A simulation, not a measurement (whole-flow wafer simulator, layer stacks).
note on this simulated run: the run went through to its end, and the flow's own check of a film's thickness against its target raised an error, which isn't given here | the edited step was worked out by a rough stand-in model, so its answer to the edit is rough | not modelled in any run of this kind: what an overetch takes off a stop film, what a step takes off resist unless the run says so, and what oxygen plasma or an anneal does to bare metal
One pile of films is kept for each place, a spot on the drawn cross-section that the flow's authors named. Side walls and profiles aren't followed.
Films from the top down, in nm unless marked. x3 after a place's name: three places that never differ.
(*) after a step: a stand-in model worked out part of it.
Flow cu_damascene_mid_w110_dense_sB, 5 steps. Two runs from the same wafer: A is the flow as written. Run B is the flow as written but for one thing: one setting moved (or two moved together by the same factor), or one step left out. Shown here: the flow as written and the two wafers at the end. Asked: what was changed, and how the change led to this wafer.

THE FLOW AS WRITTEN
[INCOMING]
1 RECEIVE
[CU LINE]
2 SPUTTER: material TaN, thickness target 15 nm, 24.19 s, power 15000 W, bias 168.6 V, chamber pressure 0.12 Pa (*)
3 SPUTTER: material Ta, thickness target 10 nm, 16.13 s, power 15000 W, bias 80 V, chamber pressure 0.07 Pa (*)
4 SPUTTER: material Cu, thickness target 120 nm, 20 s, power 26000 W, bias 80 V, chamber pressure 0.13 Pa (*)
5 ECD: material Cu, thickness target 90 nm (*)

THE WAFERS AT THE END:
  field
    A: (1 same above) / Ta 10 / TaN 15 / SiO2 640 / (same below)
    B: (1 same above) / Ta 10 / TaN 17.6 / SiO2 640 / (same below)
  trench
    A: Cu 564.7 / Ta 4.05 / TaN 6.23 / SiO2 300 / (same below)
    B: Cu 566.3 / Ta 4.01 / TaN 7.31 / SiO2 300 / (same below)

The cause: step 2, SPUTTER: thickness target 17.6 nm was run, where the flow has thickness target 15 nm; step 2, SPUTTER: 28.42 s was run, where the flow has 24.19 s.
It can be read off the wafer: field has TaN 17.6, and step 2 as written asks for 15 nm.

How the change led to this, step by step:
  2 SPUTTER: material TaN, thickness target 15 nm, 24.19 s, power 15000 W, bias 168.6 V, chamber pressure 0.12 Pa (*)
      field: A TaN +15 (new film) | B TaN +17.6 (new film)
      trench: A TaN +6.23 (new film) | B TaN +7.31 (new film)
